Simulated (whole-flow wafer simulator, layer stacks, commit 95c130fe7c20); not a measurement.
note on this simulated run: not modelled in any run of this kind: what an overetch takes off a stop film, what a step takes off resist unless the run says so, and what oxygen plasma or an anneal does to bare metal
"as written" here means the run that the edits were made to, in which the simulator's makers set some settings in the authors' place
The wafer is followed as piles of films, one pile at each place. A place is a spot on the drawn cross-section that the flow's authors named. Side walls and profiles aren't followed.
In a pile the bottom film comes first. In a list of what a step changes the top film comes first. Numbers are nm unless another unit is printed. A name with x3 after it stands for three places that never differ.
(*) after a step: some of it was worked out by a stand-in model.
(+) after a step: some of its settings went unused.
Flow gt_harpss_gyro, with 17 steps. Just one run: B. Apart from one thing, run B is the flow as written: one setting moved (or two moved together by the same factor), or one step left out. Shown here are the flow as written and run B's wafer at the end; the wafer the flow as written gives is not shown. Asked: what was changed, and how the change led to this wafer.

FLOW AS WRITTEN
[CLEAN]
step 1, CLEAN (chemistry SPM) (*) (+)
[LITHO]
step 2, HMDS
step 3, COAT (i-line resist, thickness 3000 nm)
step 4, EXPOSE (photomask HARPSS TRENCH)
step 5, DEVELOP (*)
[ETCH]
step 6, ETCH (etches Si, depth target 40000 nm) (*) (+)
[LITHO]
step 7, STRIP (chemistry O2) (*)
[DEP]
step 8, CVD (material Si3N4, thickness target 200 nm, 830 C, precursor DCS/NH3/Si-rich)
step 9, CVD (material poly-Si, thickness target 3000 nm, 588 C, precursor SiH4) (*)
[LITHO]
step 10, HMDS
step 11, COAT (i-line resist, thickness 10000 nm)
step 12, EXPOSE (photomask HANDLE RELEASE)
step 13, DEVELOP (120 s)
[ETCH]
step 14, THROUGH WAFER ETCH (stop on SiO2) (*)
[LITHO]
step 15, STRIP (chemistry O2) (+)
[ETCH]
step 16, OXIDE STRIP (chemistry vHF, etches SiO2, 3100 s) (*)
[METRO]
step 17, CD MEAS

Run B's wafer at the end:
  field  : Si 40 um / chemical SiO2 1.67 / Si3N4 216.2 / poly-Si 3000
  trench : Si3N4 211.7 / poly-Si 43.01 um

What caused this: step 8, CVD: thickness target 216.2 nm was run, while the flow as written has thickness target 200 nm.
One can read it off the wafer: field has Si3N4 216.2, and step 8 as written asks for 200 nm.

How this came from the change, step by step:
  step 8, CVD (material Si3N4, thickness target 200 nm, 830 C, precursor DCS/NH3/Si-rich)
      field: Si3N4 gains 216.2 (new film) (it would be, as written: Si3N4 gains 200 (new film))
      trench: Si3N4 gains 211.7 (new film) (it would be, as written: Si3N4 gains 195.9 (new film))
